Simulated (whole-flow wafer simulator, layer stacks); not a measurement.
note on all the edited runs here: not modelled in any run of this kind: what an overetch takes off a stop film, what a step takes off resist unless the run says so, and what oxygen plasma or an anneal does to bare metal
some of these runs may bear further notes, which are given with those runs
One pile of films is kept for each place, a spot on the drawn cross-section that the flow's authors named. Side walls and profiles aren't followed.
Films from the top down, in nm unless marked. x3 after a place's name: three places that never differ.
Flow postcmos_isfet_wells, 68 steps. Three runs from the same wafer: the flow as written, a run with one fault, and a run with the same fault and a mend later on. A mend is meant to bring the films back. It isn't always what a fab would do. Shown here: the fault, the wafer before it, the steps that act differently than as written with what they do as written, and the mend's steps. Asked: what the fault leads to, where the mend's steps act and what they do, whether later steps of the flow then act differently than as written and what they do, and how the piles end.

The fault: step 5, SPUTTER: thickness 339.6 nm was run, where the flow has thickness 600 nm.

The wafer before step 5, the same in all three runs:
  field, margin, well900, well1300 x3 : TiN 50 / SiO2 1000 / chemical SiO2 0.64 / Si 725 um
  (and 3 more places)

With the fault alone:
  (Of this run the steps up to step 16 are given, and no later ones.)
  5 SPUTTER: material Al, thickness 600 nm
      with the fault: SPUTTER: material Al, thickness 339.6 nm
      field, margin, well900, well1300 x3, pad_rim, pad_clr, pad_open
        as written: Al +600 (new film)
        with the fault: Al +339.6 (new film)
  No later step of the flow up to step 16 acts differently than as written at any place that is followed.
  After step 16 the piles differ from the flow's by more than 2% or 0.5 nm, whichever is larger, at field, margin, well900, well1300 x3, pad_rim, pad_clr, pad_open.
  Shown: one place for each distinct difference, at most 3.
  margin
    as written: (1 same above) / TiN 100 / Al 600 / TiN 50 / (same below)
    with the fault: (1 same above) / TiN 100 / Al 339.6 / TiN 50 / (same below)
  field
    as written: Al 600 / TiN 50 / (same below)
    with the fault: Al 339.6 / TiN 50 / (same below)

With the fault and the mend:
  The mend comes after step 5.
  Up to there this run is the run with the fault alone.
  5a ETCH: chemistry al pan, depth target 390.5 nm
      field, margin, well900, well1300 x3, pad_rim, pad_clr, pad_open
        Al -339.6 (all of it)
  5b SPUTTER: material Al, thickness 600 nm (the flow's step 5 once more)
      field, margin, well900, well1300 x3, pad_rim, pad_clr, pad_open
        Al +600 (new film)
  No later step of the flow acts differently than as written at any place that is followed.
  At the end the piles are the same as the flow's at every place that both follow.
